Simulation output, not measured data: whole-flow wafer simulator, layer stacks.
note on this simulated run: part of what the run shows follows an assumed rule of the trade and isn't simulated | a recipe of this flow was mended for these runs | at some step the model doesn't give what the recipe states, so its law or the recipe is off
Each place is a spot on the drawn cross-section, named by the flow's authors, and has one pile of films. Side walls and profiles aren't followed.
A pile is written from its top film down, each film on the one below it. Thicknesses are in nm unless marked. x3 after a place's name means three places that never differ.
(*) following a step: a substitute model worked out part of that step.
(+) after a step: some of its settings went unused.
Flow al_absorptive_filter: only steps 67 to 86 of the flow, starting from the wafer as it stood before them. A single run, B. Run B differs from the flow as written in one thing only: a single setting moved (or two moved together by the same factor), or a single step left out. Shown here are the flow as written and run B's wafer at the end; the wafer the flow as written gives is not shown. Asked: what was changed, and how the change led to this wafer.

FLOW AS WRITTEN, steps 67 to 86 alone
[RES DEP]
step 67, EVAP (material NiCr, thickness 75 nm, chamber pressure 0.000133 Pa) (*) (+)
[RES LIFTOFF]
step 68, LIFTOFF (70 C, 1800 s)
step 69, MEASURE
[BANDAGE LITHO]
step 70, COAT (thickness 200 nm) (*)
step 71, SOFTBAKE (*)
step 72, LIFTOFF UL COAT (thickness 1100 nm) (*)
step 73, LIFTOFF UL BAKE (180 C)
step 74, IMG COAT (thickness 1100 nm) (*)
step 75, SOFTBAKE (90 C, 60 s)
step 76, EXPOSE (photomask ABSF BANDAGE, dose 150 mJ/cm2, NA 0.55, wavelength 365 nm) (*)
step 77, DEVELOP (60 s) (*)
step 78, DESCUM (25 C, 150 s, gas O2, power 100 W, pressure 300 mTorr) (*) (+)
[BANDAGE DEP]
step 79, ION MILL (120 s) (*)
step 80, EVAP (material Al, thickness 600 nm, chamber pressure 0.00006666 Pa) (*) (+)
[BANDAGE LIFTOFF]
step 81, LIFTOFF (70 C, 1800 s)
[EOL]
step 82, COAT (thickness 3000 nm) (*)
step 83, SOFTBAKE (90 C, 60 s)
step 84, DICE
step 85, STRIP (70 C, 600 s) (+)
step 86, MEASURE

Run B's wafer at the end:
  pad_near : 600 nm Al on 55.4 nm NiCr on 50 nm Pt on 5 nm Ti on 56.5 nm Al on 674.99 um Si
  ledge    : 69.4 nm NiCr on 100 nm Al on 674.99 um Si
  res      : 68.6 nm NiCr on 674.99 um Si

Cause: step 67, EVAP: thickness 69.38 nm was run, whereas the flow has thickness 75 nm.
One can read it off the wafer: ledge has NiCr 69.4, and step 67 as written asks for 75 nm.

The path from the change to this, step by step:
  step 67, EVAP (material NiCr, thickness 75 nm, chamber pressure 0.000133 Pa) (*) (+)
      gnd, pad_far, ledge and 9 more: +69.4 NiCr (new film) (in the flow as written it would be: +75 NiCr (new film))
      pad_near: +68.7 NiCr (new film) (in the flow as written it would be: +74.2 NiCr (new film))
      (as well as at 1 more place)
  step 68, LIFTOFF (70 C, 1800 s)
      xa_field, xl_land, idc_field: -69.4 NiCr (all of it), -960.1 i-line-resist (all of it), -1100 lift-off-underlayer (all of it), -200 acrylic-e-beam-resist (all of it) (in the flow as written it would be: -75 NiCr (all of it), -960.1 i-line-resist (all of it), -1100 lift-off-underlayer (all of it), -200 acrylic-e-beam-resist (all of it))
      gnd: -69.4 NiCr (all of it), -959.5 i-line-resist (all of it), -1100.9 lift-off-underlayer (all of it), -200.6 acrylic-e-beam-resist (all of it) (in the flow as written it would be: -75 NiCr (all of it), -959.5 i-line-resist (all of it), -1100.9 lift-off-underlayer (all of it), -200.6 acrylic-e-beam-resist (all of it))
      (as well as at 7 more places)
